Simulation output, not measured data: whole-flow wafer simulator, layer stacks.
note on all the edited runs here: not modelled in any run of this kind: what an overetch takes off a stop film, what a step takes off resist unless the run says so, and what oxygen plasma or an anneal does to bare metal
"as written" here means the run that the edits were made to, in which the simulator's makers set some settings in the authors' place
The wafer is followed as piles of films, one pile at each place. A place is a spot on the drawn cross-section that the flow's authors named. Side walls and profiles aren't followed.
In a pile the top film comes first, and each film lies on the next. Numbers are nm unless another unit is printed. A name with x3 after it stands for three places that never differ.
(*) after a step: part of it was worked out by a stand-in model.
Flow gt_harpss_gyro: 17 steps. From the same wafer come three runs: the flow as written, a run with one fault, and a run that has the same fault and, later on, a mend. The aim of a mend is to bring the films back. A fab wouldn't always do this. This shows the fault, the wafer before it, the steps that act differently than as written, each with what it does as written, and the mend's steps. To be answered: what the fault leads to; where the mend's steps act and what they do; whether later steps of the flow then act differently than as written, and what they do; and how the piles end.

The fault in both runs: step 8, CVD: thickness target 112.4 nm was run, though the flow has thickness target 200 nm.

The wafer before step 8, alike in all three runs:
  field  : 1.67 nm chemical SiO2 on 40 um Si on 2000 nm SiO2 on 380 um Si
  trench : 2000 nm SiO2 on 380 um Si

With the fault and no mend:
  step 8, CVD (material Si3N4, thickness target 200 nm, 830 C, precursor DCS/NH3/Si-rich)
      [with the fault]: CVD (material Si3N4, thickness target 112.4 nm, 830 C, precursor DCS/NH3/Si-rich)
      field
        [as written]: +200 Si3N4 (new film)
        [with the fault]: +112.4 Si3N4 (new film)
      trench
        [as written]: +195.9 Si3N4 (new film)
        [with the fault]: +110.3 Si3N4 (new film)
  Steps later in the flow that act otherwise than as written:
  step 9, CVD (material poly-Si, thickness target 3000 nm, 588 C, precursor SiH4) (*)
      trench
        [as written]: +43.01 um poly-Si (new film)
        [with the fault]: +43 um poly-Si (new film)
  At field, trench, the piles at the end differ from the flow's by more than 2% or 0.5 nm, whichever is larger.
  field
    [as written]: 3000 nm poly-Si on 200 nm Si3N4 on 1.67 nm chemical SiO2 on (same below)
    [with the fault]: 3000 nm poly-Si on 112.4 nm Si3N4 on 1.67 nm chemical SiO2 on (same below)
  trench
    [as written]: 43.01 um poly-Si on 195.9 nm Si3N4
    [with the fault]: 43 um poly-Si on 110.3 nm Si3N4

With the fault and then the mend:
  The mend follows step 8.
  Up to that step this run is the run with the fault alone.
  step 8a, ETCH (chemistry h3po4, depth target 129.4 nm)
      field
        -112.4 Si3N4 (all of it)
      trench
        -110.3 Si3N4 (all of it)
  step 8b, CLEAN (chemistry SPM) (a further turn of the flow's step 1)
      alters no film at any place that is followed
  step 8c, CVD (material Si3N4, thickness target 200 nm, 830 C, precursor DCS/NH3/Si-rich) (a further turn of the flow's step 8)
      field
        +200 Si3N4 (new film)
      trench
        +195.9 Si3N4 (new film)
  None of the later steps of the flow acts differently than as written at any place that is followed.
  At every place that both follow, the piles at the end match the flow's.
